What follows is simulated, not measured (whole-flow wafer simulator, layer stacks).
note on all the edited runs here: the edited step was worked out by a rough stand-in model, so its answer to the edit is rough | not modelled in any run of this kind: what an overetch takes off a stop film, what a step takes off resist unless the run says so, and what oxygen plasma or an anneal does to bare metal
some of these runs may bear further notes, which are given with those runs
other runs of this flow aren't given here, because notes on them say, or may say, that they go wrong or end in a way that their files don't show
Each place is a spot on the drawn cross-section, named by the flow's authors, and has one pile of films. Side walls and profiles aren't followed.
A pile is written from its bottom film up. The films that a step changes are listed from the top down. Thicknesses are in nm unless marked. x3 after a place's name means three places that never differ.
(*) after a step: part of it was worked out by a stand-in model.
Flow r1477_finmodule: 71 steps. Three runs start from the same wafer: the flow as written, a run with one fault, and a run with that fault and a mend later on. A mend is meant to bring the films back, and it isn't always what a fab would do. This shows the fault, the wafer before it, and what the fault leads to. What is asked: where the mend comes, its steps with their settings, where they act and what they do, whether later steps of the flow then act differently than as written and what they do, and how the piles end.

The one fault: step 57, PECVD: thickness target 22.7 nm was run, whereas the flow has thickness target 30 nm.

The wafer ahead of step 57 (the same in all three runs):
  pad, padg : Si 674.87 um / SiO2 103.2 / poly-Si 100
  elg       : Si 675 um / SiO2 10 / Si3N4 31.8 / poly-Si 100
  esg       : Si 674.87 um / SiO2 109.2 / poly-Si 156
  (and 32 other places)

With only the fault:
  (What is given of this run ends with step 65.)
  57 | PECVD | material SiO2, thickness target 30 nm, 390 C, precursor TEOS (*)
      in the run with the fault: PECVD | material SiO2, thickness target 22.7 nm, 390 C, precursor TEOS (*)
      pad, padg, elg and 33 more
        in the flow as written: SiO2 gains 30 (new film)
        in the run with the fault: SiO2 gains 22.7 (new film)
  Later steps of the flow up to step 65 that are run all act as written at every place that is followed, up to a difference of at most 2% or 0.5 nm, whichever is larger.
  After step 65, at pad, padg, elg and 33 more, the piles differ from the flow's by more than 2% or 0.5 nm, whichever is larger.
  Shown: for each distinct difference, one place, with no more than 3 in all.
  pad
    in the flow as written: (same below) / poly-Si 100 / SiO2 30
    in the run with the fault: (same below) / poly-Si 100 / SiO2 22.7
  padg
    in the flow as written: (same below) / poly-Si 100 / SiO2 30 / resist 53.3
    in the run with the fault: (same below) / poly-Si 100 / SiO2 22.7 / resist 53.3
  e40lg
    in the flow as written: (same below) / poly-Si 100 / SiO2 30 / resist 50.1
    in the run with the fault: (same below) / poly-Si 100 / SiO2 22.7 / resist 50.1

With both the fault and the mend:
  After step 58 comes the mend.
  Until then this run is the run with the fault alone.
  58a | ETCH | chemistry boe, depth target 26.11 nm
      pad, padg, elg and 33 more
        SiO2 loses 22.7 (all of it)
  58b | PECVD | material SiO2, thickness target 30 nm, 390 C, precursor TEOS (*) (the flow's step 57, run once more)
      pad, padg, elg and 33 more
        SiO2 gains 30 (new film)
  Later steps of the flow that are run all act as written at every place that is followed.
  By the end, the piles equal the flow's at every place that both follow.
